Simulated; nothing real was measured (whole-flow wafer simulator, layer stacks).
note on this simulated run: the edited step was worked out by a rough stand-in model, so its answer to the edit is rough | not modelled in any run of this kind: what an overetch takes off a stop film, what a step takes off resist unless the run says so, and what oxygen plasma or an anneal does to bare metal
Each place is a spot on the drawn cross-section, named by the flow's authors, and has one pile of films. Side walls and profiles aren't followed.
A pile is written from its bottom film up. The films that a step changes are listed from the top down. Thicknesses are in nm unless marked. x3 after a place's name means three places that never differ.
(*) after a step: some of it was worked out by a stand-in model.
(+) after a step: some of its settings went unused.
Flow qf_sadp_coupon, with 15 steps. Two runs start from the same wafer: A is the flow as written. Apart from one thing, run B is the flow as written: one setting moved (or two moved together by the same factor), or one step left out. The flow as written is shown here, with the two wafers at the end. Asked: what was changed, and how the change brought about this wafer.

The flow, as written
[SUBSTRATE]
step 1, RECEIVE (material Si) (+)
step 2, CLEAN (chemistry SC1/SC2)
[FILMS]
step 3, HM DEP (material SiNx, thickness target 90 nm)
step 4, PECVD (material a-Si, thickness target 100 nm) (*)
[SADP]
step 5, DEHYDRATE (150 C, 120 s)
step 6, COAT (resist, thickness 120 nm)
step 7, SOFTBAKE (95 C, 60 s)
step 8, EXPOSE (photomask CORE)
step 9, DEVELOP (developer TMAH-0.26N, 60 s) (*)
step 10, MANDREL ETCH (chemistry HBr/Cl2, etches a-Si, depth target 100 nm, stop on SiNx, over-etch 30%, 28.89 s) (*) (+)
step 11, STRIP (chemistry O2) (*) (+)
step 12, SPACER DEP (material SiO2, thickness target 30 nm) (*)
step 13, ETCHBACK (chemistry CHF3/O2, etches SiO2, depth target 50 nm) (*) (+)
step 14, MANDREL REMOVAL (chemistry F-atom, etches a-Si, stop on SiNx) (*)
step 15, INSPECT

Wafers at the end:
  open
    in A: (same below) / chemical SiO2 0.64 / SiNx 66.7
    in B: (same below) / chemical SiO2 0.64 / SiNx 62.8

The reason: step 4, PECVD: thickness target 73 nm was run, whereas the flow has thickness target 100 nm.

The path from the change to this, step by step:
  step 4, PECVD (material a-Si, thickness target 100 nm) (*)
      m, open: A +100 a-Si (new film) | B +73 a-Si (new film)
  step 10, MANDREL ETCH (chemistry HBr/Cl2, etches a-Si, depth target 100 nm, stop on SiNx, over-etch 30%, 28.89 s) (*) (+)
      open: A -100 a-Si (all of it), -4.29 SiNx | B -73 a-Si (all of it), -8.14 SiNx
  step 14, MANDREL REMOVAL (chemistry F-atom, etches a-Si, stop on SiNx) (*)
      m: A -95.8 a-Si (all of it) | B -68.8 a-Si (all of it)
